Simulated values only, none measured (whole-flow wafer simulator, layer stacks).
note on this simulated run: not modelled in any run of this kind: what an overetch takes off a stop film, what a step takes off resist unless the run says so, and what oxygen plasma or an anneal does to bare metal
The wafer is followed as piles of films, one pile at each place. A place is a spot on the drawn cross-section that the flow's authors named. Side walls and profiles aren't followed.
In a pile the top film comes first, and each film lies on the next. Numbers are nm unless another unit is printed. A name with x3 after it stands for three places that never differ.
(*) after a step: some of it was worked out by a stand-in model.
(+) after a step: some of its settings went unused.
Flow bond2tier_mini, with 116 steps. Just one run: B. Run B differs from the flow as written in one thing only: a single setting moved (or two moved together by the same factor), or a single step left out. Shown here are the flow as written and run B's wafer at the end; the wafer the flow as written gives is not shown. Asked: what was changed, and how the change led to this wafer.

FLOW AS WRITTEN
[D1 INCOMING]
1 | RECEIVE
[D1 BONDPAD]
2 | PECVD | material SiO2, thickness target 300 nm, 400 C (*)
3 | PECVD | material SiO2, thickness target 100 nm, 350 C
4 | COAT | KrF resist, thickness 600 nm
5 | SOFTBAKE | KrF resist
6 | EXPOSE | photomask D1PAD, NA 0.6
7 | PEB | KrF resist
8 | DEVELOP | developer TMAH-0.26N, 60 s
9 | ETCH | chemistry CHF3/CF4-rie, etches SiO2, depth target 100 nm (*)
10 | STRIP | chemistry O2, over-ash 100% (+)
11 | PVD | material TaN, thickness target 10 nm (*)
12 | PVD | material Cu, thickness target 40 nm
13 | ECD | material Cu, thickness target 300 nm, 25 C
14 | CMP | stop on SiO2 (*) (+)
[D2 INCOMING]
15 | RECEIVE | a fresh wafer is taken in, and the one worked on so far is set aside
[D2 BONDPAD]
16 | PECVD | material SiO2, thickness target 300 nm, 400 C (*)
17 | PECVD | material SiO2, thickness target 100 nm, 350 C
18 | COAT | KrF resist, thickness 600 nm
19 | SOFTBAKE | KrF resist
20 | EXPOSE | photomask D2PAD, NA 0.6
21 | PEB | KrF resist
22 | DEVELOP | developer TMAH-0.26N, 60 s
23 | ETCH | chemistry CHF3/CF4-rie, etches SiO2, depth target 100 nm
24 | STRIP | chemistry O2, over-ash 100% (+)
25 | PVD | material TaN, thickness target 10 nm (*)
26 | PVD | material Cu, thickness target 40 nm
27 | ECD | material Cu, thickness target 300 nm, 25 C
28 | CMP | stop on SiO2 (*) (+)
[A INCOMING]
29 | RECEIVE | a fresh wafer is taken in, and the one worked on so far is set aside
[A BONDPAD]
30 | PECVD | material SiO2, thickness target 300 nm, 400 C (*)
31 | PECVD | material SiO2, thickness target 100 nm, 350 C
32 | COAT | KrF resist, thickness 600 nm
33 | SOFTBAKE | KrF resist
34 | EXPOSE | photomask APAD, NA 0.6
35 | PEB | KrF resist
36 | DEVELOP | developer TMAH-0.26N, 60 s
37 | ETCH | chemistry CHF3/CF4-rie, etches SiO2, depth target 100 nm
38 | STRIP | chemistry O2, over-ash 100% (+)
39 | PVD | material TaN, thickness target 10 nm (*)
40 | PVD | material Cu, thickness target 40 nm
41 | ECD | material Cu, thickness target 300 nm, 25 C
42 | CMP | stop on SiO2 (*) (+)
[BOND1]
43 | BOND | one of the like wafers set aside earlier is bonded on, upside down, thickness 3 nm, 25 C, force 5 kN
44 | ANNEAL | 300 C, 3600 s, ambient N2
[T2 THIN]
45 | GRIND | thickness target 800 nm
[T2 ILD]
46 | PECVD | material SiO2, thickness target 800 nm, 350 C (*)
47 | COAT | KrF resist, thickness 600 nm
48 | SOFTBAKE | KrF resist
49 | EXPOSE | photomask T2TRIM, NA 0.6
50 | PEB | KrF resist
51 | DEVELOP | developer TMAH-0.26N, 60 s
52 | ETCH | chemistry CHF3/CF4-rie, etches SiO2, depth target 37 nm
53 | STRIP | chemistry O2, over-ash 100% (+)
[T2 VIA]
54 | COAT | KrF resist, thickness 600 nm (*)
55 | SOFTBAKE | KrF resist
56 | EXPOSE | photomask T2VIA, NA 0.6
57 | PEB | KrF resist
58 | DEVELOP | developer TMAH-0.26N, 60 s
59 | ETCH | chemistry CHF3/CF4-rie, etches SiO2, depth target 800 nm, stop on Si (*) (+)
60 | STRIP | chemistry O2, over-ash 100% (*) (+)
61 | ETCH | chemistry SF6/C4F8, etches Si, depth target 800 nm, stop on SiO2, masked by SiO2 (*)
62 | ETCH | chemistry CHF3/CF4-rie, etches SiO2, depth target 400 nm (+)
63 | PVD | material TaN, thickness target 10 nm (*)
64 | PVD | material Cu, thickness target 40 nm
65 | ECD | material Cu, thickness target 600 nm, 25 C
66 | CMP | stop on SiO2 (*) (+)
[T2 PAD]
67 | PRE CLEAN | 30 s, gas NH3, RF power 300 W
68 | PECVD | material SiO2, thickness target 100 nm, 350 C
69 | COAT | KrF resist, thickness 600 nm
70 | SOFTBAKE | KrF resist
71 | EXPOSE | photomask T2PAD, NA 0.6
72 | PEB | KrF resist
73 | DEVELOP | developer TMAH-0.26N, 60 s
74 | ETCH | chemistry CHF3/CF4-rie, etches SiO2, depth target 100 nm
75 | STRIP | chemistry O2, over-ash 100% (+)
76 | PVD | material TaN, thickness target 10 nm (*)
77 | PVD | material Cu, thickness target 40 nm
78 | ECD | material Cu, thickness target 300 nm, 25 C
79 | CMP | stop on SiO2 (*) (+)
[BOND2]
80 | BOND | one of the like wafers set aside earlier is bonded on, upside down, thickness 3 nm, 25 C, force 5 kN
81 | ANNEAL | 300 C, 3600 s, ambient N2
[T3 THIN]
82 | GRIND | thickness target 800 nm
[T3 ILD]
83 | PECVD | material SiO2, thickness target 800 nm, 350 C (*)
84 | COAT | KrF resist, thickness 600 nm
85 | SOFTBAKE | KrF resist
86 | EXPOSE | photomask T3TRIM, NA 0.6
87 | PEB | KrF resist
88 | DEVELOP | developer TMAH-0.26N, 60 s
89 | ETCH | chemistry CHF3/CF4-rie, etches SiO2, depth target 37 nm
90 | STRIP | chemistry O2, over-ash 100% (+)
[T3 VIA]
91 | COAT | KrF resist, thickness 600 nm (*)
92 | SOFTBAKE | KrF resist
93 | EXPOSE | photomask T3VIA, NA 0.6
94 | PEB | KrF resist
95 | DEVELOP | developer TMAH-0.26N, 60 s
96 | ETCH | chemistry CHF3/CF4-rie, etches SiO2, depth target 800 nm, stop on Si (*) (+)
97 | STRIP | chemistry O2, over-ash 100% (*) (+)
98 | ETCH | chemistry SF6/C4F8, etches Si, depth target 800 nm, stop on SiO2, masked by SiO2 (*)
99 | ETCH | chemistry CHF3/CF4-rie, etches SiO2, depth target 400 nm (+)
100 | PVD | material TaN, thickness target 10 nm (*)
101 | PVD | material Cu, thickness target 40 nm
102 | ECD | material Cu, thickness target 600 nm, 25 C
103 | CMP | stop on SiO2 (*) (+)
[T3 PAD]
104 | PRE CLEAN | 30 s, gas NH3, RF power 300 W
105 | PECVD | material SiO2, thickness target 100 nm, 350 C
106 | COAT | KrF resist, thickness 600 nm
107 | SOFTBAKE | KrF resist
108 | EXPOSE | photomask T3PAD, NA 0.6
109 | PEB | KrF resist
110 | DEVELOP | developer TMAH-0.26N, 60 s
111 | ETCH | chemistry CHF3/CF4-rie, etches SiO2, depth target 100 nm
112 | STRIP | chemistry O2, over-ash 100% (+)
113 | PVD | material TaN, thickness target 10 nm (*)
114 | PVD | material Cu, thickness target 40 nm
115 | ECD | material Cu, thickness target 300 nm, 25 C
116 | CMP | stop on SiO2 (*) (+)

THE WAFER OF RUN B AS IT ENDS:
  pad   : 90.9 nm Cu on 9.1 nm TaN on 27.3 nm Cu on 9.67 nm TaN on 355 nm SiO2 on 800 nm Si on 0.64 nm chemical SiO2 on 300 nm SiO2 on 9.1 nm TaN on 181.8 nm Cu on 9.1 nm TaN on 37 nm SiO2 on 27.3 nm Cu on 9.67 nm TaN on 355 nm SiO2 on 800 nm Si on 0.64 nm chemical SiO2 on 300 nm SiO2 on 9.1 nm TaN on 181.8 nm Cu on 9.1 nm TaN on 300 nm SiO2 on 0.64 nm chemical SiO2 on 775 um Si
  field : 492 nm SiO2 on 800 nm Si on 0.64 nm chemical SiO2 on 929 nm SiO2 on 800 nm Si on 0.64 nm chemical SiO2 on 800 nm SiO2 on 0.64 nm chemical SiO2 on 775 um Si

The reason: step 68, PECVD: thickness target 137 nm was run, while the flow as written has thickness target 100 nm.

How this came from the change, step by step:
  68 | PECVD | material SiO2, thickness target 100 nm, 350 C
      field: +137 SiO2 (as written it would have been: +100 SiO2)
      pad: +137 SiO2 (new film) (as written it would have been: +100 SiO2 (new film))
  74 | ETCH | chemistry CHF3/CF4-rie, etches SiO2, depth target 100 nm
      pad: -100 SiO2 (as written it would have been: -100 SiO2 (all of it))
With metal films that touch counted as one body, pad has 4 bodies (between them, from the top down: SiO2 355 / Si 800 / chemical SiO2 0.64 / SiO2 300; SiO2 37; SiO2 355 / Si 800 / chemical SiO2 0.64 / SiO2 300); the flow as written gives 3 bodies (between them, from the top down: SiO2 355 / Si 800 / chemical SiO2 0.64 / SiO2 300; SiO2 355 / Si 800 / chemical SiO2 0.64 / SiO2 300).
